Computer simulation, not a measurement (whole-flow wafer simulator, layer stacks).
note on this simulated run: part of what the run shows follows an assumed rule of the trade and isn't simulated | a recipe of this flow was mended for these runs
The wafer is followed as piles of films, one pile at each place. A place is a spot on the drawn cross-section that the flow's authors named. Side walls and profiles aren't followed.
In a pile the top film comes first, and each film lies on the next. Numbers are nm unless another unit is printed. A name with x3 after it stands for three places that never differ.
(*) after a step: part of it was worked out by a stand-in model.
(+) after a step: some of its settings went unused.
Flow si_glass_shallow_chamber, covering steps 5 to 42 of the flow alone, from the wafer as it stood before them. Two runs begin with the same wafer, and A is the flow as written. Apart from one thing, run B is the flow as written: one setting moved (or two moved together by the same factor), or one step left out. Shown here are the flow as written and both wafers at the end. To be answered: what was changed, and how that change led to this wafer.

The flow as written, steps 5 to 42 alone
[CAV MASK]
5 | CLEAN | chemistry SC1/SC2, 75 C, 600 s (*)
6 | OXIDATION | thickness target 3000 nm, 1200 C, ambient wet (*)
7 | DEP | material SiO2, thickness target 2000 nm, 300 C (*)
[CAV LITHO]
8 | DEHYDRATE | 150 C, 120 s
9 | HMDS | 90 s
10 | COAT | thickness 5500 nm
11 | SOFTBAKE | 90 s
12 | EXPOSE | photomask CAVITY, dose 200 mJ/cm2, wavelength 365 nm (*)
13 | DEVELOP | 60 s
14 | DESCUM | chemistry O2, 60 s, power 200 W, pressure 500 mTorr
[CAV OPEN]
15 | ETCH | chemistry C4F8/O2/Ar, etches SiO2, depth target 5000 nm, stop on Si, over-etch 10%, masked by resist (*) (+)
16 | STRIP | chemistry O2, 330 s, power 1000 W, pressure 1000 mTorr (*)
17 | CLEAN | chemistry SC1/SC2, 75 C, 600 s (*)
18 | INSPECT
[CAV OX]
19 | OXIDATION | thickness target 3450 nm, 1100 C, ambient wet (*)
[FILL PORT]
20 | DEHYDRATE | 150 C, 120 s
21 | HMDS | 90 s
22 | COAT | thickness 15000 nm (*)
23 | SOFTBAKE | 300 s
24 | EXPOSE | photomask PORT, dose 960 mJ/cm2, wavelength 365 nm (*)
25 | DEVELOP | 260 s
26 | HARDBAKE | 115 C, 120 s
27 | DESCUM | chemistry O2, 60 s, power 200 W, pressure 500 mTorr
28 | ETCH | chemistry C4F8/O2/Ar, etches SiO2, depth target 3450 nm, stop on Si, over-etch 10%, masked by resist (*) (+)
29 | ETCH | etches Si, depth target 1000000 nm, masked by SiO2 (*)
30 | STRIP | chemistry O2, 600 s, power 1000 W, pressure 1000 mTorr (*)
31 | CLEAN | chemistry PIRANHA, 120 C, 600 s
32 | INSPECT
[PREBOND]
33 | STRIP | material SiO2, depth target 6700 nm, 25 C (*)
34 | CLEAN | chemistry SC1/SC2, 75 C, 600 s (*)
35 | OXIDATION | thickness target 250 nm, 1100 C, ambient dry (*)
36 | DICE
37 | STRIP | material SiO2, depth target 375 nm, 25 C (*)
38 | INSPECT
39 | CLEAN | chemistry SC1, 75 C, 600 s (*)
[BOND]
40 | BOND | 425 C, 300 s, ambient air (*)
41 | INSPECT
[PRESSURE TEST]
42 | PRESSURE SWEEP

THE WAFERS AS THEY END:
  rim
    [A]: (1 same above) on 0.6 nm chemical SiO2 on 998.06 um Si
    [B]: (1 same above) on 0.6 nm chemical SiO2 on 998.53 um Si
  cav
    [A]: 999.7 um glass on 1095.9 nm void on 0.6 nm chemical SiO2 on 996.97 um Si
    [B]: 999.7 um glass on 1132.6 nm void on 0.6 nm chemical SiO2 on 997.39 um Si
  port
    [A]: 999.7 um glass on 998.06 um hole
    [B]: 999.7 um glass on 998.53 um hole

What caused this: step 6, OXIDATION: thickness target 1650 nm was run, while the flow as written has thickness target 3000 nm.

Step by step, how the change led to this:
  6 | OXIDATION | thickness target 3000 nm, 1200 C, ambient wet (*)
      rim, ramp, cav, port, septum, ring: A +3000 SiO2 (new film), -0.6 chemical SiO2 (all of it), -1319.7 Si | B +1650 SiO2 (new film), -0.6 chemical SiO2 (all of it), -725.7 Si
  15 | ETCH | chemistry C4F8/O2/Ar, etches SiO2, depth target 5000 nm, stop on Si, over-etch 10%, masked by resist (*) (+)
      rim, ramp, septum, ring: A -1100 thick-i-line-resist | B -803 thick-i-line-resist
      cav, port: A -5000 SiO2 (all of it), -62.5 Si | B -3650 SiO2 (all of it), -231.2 Si
  16 | STRIP | chemistry O2, 330 s, power 1000 W, pressure 1000 mTorr (*)
      rim, ramp, septum, ring: A -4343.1 thick-i-line-resist (all of it) | B -4640.1 thick-i-line-resist (all of it)
  19 | OXIDATION | thickness target 3450 nm, 1100 C, ambient wet (*)
      rim, ramp, septum, ring: A +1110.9 SiO2, -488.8 Si | B +1411 SiO2, -620.9 Si
  22 | COAT | thickness 15000 nm (*)
      rim: A +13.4 um thick-i-line-resist (new film) | B +13.82 um thick-i-line-resist (new film)
      ramp: A +12.89 um thick-i-line-resist (new film) | B +13.45 um thick-i-line-resist (new film)
      (also at 4 further places)
  23 | SOFTBAKE | 300 s
      rim: A -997 thick-i-line-resist | B -715.2 thick-i-line-resist
      ramp: A -487.1 thick-i-line-resist | B -341.5 thick-i-line-resist
      (also at 4 further places)
  25 | DEVELOP | 260 s
      port: A -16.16 um thick-i-line-resist (all of it) | B -15.84 um thick-i-line-resist (all of it)
  26 | HARDBAKE | 115 C, 120 s
      rim, ramp: A -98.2 thick-i-line-resist | B -106.8 thick-i-line-resist
      cav: A -147.1 thick-i-line-resist | B -142.7 thick-i-line-resist
  29 | ETCH | etches Si, depth target 1000000 nm, masked by SiO2 (*)
      rim, ramp: A -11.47 um thick-i-line-resist (all of it), -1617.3 SiO2 | B -12.17 um thick-i-line-resist (all of it), -1247.9 SiO2
      port: A +997.05 um hole (new film), -997.05 um Si (all of it) | B +997.47 um hole (new film), -997.47 um Si (all of it)
      (also at 2 further places)
  30 | STRIP | chemistry O2, 600 s, power 1000 W, pressure 1000 mTorr (*)
      cav: A -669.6 thick-i-line-resist (all of it) | B -361.7 thick-i-line-resist (all of it)
  33 | STRIP | material SiO2, depth target 6700 nm, 25 C (*)
      rim: A -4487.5 SiO2 (all of it) | B -3807.1 SiO2 (all of it)
      ramp: A -4487.5 SiO2 (all of it) | B -3807 SiO2 (all of it)
      (also at 2 further places)
  40 | BOND | 425 C, 300 s, ambient air (*)
      cav: A +999.7 um glass (new film), +1095.9 void (new film) | B +999.7 um glass (new film), +1132.6 void (new film)
      port: A +999.7 um glass (new film), +1017.3 hole | B +999.7 um glass (new film), +1053.9 hole
